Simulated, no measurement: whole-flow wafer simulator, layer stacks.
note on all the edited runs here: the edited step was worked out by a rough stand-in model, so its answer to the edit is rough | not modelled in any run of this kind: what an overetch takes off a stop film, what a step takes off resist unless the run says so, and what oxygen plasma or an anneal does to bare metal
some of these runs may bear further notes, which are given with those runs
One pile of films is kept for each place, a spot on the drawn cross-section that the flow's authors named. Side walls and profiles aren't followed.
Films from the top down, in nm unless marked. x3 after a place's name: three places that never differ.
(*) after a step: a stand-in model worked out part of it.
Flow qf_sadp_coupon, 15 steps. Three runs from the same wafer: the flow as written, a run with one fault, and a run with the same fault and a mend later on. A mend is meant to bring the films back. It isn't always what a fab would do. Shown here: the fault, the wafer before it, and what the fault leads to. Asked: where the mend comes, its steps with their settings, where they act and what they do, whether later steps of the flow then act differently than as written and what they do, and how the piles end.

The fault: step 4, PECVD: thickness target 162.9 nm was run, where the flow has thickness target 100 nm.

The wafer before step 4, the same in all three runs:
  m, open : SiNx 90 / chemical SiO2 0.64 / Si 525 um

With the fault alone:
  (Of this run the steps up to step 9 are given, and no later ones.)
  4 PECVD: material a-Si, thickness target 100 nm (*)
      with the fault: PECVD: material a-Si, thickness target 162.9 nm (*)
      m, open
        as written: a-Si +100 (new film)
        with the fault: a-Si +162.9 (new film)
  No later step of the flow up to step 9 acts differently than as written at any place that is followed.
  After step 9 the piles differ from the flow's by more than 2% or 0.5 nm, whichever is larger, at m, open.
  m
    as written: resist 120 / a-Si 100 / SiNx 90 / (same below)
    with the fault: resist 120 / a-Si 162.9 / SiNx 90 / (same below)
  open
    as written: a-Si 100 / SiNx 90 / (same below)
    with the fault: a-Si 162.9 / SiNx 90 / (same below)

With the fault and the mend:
  The mend comes after step 4.
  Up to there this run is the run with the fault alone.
  4a ETCH: chemistry tmah, depth target 187.3 nm
      m, open
        a-Si -162.9 (all of it)
  4b PECVD: material a-Si, thickness target 100 nm (*) (the flow's step 4 once more)
      m, open
        a-Si +100 (new film)
  No later step of the flow acts differently than as written at any place that is followed.
  At the end the piles are the same as the flow's at every place that both follow.
